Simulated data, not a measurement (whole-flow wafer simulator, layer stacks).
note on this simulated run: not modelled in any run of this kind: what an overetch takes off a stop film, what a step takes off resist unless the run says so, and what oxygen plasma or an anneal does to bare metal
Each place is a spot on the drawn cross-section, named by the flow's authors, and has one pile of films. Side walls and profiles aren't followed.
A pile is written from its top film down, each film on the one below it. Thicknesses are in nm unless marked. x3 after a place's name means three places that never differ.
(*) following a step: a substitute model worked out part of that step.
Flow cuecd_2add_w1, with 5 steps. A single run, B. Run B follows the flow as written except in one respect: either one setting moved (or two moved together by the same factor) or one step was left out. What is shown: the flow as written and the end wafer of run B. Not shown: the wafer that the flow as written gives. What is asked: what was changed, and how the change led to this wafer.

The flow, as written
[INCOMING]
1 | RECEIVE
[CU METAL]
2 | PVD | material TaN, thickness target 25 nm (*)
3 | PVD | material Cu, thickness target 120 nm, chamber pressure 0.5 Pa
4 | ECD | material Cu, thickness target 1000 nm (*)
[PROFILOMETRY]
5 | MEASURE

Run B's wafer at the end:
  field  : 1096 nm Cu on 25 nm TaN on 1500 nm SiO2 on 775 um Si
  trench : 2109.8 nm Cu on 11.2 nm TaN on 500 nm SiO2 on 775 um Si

What caused this: step 3, PVD: thickness target 96 nm was run, whereas the flow has thickness target 120 nm.

How this came from the change, step by step:
  3 | PVD | material Cu, thickness target 120 nm, chamber pressure 0.5 Pa
      field: +96 Cu (new film) (in the flow as written it would be: +120 Cu (new film))
      trench: +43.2 Cu (new film) (in the flow as written it would be: +53.6 Cu (new film))
